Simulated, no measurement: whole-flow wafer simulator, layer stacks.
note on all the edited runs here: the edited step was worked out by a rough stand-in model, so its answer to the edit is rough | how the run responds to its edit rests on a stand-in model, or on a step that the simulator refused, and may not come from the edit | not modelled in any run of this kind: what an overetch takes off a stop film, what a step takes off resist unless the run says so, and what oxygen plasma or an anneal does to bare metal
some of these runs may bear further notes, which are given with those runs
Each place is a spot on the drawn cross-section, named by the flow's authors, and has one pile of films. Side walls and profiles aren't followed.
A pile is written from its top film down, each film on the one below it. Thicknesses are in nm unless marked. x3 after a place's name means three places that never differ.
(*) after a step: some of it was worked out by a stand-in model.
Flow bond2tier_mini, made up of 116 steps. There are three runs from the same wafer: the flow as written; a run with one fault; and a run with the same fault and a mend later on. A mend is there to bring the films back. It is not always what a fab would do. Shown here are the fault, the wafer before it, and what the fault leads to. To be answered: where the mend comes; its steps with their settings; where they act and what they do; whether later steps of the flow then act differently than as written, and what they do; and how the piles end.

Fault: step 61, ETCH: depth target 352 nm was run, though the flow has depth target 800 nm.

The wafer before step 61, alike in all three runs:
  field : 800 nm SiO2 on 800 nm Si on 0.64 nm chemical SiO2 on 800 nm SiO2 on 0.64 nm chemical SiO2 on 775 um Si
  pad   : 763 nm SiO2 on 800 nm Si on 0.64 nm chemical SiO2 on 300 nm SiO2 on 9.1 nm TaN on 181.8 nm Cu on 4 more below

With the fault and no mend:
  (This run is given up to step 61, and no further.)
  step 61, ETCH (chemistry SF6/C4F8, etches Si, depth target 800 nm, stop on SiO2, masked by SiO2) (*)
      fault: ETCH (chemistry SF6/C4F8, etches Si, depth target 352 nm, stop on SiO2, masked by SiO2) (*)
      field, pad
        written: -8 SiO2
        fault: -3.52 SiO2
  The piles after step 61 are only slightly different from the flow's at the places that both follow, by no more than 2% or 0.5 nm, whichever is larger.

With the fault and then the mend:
  After step 61 comes the mend.
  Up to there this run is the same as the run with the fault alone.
  step 61a, ETCH (chemistry SF6/C4F8, etches Si, depth target 448 nm, stop on SiO2, masked by SiO2) (*) (the flow's step 61 again, with other settings)
      field, pad
        -4.48 SiO2
  Every later step of the flow that is run acts as written at every place that is followed.
  At every place that both follow, the piles at the end match the flow's.
